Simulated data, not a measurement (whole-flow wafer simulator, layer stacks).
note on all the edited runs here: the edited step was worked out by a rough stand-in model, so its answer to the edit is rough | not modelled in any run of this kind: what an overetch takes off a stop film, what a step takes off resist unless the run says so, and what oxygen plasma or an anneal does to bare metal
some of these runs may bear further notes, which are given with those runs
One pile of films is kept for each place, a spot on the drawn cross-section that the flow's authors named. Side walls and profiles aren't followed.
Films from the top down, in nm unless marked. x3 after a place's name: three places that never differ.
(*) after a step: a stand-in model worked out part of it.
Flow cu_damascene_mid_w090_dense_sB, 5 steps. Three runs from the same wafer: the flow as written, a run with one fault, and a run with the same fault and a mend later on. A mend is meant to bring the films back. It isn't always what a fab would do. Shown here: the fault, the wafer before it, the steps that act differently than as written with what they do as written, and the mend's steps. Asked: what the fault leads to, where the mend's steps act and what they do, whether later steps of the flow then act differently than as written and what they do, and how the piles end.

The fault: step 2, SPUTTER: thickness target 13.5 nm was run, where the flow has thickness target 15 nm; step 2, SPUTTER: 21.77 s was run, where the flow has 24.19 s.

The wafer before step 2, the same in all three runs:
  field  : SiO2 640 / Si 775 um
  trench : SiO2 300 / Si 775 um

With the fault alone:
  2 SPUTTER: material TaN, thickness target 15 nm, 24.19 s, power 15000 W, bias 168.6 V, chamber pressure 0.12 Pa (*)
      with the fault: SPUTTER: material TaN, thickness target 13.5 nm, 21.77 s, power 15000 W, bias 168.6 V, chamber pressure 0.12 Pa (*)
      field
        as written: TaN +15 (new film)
        with the fault: TaN +13.5 (new film)
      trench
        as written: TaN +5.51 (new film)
        with the fault: TaN +4.96 (new film)
  No later step of the flow acts differently than as written, at any place that is followed, by more than 2% or 0.5 nm, whichever is larger.
  At the end the piles differ from the flow's by more than 2% or 0.5 nm, whichever is larger, at field, trench.
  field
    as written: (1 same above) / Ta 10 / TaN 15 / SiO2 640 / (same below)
    with the fault: (1 same above) / Ta 10 / TaN 13.5 / SiO2 640 / (same below)
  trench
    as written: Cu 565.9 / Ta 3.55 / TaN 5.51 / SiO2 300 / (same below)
    with the fault: Cu 565 / Ta 3.57 / TaN 4.96 / SiO2 300 / (same below)

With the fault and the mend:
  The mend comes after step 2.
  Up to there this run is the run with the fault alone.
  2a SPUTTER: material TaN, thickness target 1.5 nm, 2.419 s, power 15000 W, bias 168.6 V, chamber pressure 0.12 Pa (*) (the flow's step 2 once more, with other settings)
      field
        TaN +1.5
      trench
        TaN +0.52
  No later step of the flow acts differently than as written at any place that is followed.
  At the end the piles differ from the flow's only slightly at the places that both follow, by at most 2% or 0.5 nm, whichever is larger.
